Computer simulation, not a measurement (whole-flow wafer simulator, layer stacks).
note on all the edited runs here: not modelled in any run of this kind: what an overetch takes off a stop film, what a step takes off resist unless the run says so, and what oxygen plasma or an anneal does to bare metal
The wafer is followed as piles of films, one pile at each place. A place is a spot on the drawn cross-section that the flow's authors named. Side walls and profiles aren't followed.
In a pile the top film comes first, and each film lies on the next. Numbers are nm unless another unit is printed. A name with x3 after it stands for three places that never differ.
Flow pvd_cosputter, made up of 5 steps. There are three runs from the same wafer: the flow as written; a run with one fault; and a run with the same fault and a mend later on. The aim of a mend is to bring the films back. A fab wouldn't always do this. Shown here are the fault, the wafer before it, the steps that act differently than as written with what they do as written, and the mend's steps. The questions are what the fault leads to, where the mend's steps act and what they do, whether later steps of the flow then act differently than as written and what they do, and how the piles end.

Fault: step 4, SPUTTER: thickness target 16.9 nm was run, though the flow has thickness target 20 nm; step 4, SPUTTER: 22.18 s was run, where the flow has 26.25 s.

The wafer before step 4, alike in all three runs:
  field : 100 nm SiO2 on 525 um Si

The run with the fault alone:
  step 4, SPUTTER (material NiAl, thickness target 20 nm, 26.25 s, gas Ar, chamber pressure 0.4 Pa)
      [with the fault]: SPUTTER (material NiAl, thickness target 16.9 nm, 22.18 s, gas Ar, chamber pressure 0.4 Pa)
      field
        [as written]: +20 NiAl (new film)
        [with the fault]: +16.9 NiAl (new film)
  None of the later steps of the flow acts differently than as written at any place that is followed.
  At field, the piles at the end differ from the flow's by more than 2% or 0.5 nm, whichever is larger.
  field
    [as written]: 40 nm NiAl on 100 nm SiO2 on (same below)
    [with the fault]: 36.9 nm NiAl on 100 nm SiO2 on (same below)

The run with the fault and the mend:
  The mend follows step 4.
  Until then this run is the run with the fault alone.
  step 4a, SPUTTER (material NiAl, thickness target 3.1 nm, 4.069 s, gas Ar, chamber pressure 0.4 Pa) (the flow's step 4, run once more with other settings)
      field
        +3.1 NiAl
  None of the later steps of the flow acts differently than as written at any place that is followed.
  By the end, the piles equal the flow's at every place that both follow.
